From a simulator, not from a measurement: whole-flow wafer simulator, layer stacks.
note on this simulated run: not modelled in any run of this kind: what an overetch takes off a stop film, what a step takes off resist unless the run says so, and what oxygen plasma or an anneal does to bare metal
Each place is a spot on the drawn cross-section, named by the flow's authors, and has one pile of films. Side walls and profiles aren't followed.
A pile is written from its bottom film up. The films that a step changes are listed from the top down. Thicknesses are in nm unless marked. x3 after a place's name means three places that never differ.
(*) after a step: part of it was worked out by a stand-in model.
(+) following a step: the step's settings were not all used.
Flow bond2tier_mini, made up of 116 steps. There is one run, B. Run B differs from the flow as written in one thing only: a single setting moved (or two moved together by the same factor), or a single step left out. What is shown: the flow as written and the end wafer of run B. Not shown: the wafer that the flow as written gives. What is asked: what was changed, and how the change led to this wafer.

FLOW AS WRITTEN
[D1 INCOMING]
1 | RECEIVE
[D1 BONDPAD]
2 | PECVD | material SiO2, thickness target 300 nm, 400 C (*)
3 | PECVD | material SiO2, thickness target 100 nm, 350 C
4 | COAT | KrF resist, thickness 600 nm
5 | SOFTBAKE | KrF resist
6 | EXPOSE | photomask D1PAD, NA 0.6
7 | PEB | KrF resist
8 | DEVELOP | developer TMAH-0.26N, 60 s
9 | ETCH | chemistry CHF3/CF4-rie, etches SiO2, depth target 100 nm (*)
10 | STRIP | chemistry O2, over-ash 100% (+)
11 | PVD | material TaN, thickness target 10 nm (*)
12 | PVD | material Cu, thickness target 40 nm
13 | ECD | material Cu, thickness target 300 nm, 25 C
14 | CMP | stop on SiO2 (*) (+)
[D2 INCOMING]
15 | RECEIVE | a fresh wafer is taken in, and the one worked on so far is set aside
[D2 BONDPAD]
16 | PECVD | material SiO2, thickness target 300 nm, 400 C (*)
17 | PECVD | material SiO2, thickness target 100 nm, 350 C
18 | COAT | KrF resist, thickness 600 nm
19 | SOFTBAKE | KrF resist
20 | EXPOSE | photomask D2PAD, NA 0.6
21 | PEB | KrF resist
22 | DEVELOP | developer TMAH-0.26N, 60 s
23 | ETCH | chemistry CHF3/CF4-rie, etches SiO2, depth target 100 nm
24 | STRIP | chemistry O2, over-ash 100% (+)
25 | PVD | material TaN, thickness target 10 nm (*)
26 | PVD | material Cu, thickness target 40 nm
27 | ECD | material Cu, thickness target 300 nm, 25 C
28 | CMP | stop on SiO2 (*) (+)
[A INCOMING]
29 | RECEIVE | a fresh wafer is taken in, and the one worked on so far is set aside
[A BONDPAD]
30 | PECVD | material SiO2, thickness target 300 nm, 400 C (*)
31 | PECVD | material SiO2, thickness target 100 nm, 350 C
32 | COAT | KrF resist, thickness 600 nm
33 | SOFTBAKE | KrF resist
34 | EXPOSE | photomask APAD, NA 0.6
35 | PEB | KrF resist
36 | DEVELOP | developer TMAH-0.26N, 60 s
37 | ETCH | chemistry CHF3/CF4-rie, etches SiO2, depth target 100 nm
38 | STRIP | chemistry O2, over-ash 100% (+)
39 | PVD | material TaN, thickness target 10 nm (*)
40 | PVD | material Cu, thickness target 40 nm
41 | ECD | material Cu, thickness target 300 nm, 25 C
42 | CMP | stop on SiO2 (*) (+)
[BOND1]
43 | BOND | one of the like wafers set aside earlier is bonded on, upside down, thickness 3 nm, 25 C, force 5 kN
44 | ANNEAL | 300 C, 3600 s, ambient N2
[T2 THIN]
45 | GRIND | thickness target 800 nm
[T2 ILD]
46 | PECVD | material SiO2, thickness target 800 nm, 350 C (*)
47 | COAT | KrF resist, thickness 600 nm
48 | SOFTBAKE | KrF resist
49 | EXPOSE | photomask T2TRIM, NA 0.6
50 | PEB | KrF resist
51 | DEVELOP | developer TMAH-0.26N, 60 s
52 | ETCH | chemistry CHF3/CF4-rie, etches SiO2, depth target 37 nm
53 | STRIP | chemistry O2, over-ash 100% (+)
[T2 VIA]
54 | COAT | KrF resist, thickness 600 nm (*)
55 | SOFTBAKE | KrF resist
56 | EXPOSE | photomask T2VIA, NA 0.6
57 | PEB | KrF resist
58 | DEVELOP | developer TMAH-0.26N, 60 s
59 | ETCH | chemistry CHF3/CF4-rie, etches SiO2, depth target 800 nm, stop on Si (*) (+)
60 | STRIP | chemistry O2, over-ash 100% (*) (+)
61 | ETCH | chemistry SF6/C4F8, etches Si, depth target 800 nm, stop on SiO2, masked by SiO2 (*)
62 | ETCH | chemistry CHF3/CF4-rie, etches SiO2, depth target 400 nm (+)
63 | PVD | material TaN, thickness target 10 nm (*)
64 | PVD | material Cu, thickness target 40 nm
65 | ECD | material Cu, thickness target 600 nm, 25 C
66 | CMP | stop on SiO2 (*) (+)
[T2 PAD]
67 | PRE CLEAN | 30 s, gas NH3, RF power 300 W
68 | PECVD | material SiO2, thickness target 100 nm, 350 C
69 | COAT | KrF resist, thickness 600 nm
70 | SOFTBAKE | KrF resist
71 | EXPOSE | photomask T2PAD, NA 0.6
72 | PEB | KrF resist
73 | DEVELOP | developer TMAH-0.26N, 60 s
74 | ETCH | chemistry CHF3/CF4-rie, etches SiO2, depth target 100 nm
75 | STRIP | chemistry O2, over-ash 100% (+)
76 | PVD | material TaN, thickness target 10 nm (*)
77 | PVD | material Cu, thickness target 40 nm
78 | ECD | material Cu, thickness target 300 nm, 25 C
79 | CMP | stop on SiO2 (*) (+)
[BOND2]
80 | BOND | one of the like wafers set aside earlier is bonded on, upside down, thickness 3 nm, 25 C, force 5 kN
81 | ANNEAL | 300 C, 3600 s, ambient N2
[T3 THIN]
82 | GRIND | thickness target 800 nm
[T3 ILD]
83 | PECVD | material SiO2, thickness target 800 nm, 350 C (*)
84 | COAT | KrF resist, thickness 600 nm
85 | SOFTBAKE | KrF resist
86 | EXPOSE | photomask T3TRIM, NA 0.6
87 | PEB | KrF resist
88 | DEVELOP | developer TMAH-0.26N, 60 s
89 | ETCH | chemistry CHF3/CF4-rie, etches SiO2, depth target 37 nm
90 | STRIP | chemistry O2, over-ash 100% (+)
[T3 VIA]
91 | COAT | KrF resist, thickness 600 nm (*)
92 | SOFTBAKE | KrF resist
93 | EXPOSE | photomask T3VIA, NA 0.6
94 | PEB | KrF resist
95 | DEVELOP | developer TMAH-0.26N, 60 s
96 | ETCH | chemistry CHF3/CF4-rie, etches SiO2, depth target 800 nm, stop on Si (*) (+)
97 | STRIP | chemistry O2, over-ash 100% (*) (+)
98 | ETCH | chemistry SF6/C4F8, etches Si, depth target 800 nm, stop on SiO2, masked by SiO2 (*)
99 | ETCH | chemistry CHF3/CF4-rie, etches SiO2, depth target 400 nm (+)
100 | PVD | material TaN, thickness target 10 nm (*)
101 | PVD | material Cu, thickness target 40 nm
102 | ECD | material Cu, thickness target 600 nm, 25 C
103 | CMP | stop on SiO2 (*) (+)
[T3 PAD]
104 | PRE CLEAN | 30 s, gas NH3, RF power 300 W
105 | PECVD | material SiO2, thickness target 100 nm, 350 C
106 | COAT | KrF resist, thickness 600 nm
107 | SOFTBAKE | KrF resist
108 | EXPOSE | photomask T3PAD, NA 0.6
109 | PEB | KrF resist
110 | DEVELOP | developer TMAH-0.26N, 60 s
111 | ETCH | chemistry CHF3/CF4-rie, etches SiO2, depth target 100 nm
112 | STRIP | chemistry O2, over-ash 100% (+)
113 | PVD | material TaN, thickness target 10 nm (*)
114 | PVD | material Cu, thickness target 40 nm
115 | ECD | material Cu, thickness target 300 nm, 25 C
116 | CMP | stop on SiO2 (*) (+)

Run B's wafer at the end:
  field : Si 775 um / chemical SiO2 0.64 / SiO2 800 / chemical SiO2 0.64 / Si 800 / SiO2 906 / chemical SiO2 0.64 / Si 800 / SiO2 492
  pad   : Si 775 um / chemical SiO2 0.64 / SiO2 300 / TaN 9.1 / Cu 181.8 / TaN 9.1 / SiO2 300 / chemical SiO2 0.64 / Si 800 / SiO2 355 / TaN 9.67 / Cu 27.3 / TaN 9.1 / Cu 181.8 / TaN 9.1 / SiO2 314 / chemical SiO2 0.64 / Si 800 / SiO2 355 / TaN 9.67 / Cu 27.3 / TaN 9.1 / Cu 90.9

What caused this: step 17, PECVD: thickness target 114 nm was run, while the flow as written has thickness target 100 nm.

The path from the change to this, step by step:
  17 | PECVD | material SiO2, thickness target 100 nm, 350 C
      field, pad, via: +114 SiO2 (in the flow as written it would be: +100 SiO2)
  80 | BOND | one of the like wafers set aside earlier is bonded on, upside down, thickness 3 nm, 25 C, force 5 kN
      field: +775 um Si (new film), +0.64 chemical SiO2 (new film), +414 SiO2 (in the flow as written it would be: +775 um Si (new film), +0.64 chemical SiO2 (new film), +400 SiO2)
      pad: +775 um Si (new film), +0.64 chemical SiO2 (new film), +314 SiO2 (new film), +9.1 TaN (new film), +90.9 Cu (in the flow as written it would be: +775 um Si (new film), +0.64 chemical SiO2 (new film), +300 SiO2 (new film), +9.1 TaN (new film), +90.9 Cu)
